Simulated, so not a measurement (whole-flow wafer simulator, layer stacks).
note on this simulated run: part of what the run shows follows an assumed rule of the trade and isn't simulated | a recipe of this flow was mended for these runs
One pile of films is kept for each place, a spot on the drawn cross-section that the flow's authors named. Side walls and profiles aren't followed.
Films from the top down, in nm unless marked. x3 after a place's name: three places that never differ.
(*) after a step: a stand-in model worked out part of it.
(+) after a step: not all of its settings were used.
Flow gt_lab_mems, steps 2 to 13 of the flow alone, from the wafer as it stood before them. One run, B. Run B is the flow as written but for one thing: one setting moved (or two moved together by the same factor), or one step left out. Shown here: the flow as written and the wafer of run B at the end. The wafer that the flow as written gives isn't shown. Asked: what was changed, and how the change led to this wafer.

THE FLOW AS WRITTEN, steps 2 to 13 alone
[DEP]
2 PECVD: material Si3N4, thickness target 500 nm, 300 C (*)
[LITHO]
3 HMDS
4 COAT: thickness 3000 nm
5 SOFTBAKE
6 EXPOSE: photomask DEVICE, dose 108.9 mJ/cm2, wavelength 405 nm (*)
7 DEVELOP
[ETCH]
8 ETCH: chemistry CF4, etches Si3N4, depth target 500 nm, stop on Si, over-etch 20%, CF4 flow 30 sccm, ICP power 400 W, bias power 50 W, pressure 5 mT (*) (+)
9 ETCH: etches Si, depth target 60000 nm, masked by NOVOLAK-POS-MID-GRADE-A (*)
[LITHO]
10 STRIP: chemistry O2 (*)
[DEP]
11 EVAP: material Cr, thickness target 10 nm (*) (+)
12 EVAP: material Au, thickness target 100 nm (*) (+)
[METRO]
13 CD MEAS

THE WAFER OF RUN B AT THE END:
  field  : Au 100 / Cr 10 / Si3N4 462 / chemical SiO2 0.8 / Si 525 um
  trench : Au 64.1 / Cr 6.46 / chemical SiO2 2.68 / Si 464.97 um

The cause: step 2, PECVD: thickness target 462 nm was run, where the flow has thickness target 500 nm.
It can be read off the wafer: field has Si3N4 462, and step 2 as written asks for 500 nm.

How the change led to this, step by step:
  2 PECVD: material Si3N4, thickness target 500 nm, 300 C (*)
      field, trench: Si3N4 +462 (new film) (as written it would be: Si3N4 +500 (new film))
  8 ETCH: chemistry CF4, etches Si3N4, depth target 500 nm, stop on Si, over-etch 20%, CF4 flow 30 sccm, ICP power 400 W, bias power 50 W, pressure 5 mT (*) (+)
      field: g/i-line-resist -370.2 (as written it would be: g/i-line-resist -400)
      trench: Si3N4 -462 (all of it), chemical SiO2 -0.8 (all of it), Si -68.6 (as written it would be: Si3N4 -500 (all of it), chemical SiO2 -0.8 (all of it), Si -49.6)
  10 STRIP: chemistry O2 (*)
      field: g/i-line-resist -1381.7 (all of it) (as written it would be: g/i-line-resist -1352 (all of it))
